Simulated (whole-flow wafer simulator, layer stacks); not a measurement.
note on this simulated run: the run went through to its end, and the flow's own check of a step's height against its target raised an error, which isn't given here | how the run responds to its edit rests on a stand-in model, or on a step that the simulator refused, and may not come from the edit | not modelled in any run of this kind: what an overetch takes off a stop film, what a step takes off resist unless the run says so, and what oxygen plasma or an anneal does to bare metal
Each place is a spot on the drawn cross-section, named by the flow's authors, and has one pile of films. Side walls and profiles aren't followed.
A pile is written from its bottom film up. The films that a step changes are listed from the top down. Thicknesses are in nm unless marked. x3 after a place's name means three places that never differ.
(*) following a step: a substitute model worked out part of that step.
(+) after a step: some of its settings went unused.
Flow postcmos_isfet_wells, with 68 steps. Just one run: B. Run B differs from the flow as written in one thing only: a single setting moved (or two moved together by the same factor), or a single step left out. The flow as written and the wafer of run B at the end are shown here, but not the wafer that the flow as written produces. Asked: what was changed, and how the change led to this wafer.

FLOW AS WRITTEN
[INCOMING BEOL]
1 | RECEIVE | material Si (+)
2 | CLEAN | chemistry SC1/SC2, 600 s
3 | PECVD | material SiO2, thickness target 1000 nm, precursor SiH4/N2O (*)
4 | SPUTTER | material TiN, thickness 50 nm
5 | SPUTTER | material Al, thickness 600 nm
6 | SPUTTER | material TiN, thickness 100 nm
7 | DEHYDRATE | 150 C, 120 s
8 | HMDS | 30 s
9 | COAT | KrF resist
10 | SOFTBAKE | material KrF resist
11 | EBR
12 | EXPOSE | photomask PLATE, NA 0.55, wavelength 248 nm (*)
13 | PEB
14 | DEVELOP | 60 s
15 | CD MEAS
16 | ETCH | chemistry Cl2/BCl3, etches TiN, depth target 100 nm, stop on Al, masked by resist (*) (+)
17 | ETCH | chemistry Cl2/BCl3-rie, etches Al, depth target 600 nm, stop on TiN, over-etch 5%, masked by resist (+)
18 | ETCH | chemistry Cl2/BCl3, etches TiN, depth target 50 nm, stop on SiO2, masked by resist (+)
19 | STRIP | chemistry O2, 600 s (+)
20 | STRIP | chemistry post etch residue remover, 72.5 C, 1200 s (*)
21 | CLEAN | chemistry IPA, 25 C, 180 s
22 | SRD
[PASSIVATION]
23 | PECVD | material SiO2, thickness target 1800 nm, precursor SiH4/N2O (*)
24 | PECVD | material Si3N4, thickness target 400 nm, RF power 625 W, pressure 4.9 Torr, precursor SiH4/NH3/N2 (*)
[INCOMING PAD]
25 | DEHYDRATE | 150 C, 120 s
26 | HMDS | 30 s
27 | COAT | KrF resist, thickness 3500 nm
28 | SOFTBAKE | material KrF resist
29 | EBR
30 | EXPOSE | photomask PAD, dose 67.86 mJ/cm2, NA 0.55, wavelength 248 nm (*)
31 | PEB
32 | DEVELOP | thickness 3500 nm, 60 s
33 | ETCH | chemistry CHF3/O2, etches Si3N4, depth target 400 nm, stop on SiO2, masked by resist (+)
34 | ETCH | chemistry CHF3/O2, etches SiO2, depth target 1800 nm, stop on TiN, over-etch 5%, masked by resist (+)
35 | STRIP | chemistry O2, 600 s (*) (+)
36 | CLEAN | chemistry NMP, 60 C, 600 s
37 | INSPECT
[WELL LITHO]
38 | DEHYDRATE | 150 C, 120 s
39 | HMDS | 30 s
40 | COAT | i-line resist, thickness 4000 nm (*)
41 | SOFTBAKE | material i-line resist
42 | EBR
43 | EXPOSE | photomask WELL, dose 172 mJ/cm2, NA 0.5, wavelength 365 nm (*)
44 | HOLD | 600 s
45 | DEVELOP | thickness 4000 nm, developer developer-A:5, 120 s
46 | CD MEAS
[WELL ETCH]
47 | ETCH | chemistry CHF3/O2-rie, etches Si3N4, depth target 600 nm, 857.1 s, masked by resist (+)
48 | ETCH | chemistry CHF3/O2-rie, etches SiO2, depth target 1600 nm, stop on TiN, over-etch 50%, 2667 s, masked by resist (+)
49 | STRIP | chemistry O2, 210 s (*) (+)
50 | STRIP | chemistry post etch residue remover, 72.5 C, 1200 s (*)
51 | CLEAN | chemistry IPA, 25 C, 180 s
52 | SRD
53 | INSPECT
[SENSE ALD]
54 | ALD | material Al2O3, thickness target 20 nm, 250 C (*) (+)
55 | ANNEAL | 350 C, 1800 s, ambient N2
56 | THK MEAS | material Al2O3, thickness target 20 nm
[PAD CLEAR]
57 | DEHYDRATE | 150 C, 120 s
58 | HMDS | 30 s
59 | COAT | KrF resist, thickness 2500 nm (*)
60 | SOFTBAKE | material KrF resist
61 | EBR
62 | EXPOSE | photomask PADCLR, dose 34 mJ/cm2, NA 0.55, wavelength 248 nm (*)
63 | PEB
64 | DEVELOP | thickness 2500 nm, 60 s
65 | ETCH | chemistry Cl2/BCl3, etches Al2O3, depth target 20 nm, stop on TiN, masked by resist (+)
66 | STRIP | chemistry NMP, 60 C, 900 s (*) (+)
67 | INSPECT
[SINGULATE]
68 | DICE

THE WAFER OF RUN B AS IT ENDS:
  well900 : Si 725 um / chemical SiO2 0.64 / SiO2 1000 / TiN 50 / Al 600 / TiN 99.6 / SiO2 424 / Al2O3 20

Cause: step 48, ETCH: depth target 784 nm was run, though the flow has depth target 1600 nm; step 48, ETCH: 1307 s was run, where the flow has 2667 s.

The path from the change to this, step by step:
  48 | ETCH | chemistry CHF3/O2-rie, etches SiO2, depth target 1600 nm, stop on TiN, over-etch 50%, 2667 s, masked by resist (+)
      well900, well1300 x3: SiO2 loses 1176 (as written it would have been: SiO2 loses 1600 (all of it))
      field, margin, pad_rim, pad_clr, pad_open: i-line resist loses 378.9 (as written it would have been: i-line resist loses 773.3)
  49 | STRIP | chemistry O2, 210 s (*) (+)
      field, margin, pad_rim: i-line resist loses 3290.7 (all of it) (as written it would have been: i-line resist loses 2896.3 (all of it))
      pad_clr: i-line resist loses 2390.9 (all of it) (as written it would have been: i-line resist loses 1996.5 (all of it))
      (as well as at 1 more place)
  59 | COAT | KrF resist, thickness 2500 nm (*)
      field: KrF resist gains 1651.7 (new film) (as written it would have been: KrF resist gains 1449 (new film))
      margin: KrF resist gains 1651.7 (new film) (as written it would have been: KrF resist gains 1448.9 (new film))
  63 | PEB
      field, margin: KrF resist loses 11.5 (as written it would have been: KrF resist loses 10.1)
  66 | STRIP | chemistry NMP, 60 C, 900 s (*) (+)
      field, margin: KrF resist loses 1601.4 (all of it) (as written it would have been: KrF resist loses 1400.1 (all of it))
